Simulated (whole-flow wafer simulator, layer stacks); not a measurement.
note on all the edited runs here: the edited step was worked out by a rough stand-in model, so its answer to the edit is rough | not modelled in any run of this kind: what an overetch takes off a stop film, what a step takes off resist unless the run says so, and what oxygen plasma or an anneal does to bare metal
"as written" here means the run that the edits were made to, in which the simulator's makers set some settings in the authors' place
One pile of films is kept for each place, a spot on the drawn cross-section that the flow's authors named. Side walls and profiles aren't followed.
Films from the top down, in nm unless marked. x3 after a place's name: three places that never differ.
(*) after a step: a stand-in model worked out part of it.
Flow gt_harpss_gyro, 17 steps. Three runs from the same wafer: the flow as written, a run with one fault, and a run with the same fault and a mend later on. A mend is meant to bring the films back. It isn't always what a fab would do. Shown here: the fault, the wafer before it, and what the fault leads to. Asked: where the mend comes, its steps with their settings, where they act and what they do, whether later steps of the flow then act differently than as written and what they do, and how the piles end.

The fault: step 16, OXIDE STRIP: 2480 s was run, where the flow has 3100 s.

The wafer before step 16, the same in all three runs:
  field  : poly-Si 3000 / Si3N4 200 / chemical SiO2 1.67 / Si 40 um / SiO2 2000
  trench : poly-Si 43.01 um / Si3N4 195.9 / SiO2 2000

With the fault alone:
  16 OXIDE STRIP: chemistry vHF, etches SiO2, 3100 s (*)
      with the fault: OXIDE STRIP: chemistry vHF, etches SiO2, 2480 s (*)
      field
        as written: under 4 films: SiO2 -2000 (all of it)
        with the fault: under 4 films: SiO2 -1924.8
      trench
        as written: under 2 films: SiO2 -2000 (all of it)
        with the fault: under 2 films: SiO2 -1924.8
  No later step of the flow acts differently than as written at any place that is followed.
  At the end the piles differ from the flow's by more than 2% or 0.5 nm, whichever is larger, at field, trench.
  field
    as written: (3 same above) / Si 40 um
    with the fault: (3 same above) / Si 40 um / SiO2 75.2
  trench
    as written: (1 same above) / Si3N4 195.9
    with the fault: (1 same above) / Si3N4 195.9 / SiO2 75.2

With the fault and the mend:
  The mend comes after step 17.
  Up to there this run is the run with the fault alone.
  17a OXIDE STRIP: chemistry vHF, etches SiO2, 620 s (*) (the flow's step 16 once more, with other settings)
      field
        under 4 films: SiO2 -75.2 (all of it)
      trench
        under 2 films: SiO2 -75.2 (all of it)
  No later step of the flow acts differently than as written at any place that is followed.
  At the end the piles are the same as the flow's at every place that both follow.
